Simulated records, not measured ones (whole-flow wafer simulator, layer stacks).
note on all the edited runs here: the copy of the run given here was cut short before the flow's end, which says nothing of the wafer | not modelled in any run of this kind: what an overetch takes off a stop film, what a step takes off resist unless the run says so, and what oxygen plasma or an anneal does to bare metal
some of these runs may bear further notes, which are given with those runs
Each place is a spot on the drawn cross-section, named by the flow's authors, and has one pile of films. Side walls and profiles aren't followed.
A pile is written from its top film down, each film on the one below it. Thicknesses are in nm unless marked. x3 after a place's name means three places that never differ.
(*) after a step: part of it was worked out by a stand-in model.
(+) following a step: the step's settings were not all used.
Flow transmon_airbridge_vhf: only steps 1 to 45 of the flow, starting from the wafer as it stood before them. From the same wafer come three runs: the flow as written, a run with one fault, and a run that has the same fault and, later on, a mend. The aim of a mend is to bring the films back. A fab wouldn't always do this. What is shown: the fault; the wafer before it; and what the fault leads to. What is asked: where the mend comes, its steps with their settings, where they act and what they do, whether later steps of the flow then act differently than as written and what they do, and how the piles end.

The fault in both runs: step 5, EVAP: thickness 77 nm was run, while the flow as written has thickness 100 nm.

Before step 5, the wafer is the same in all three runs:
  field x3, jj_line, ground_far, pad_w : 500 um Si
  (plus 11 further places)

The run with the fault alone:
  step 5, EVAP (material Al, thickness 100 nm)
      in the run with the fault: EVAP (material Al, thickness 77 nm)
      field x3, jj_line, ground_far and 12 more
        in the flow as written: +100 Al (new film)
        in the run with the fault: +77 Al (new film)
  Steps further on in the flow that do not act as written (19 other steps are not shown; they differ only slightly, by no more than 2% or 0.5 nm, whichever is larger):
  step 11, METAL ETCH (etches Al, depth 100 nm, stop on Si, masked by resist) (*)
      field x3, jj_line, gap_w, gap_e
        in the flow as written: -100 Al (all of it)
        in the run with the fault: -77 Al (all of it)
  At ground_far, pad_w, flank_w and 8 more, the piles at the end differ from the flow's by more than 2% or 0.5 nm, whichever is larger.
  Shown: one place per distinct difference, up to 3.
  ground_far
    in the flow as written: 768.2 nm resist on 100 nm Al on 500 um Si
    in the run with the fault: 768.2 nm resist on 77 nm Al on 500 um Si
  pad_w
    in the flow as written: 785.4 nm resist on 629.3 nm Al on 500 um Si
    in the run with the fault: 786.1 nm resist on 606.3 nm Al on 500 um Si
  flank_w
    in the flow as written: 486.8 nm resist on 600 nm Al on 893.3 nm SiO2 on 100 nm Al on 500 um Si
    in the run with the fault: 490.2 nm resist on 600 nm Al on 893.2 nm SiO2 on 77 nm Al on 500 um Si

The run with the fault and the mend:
  The mend follows step 10.
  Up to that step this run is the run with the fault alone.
  step 10a, STRIP (i-line resist, 80 C, 600 s) (+)
      ground_far, pad_w, flank_w and 8 more
        -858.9 i-line resist (all of it)
  step 10b, EVAP (material Al, thickness 23 nm) (the flow's step 5, run once more with other settings)
      field x3, jj_line, ground_far and 12 more
        +23 Al
  step 10c, COAT (i-line resist, thickness 900 nm) (the flow's step 6, run once more)
      field x3, jj_line, ground_far and 12 more
        +900 i-line resist (new film)
  step 10d, SOFTBAKE (i-line resist, 90 C, 90 s) (the flow's step 7, run once more)
      does not change any film at any place that is followed
  step 10e, EXPOSE (i-line resist, thickness 900 nm, photomask AB CPW, dose 155.4 mJ/cm2, NA 0.45, wavelength 365 nm) (*) (the flow's step 8, run once more)
      does not change any film at any place that is followed
  step 10f, PEB (i-line resist, 110 C, 60 s) (the flow's step 9, run once more)
      field x3, jj_line, ground_far and 12 more
        -41 i-line resist
  step 10g, DEVELOP (i-line resist, thickness 900 nm, developer developer-B, 60 s) (the flow's step 10, run once more)
      ground_far, pad_w, flank_w and 8 more
        -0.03 i-line resist
      field x3, jj_line, gap_w, gap_e
        -859 i-line resist (all of it)
  Later steps of the flow that are run all act as written at every place that is followed.
  By the end, the piles equal the flow's at every place that both follow.
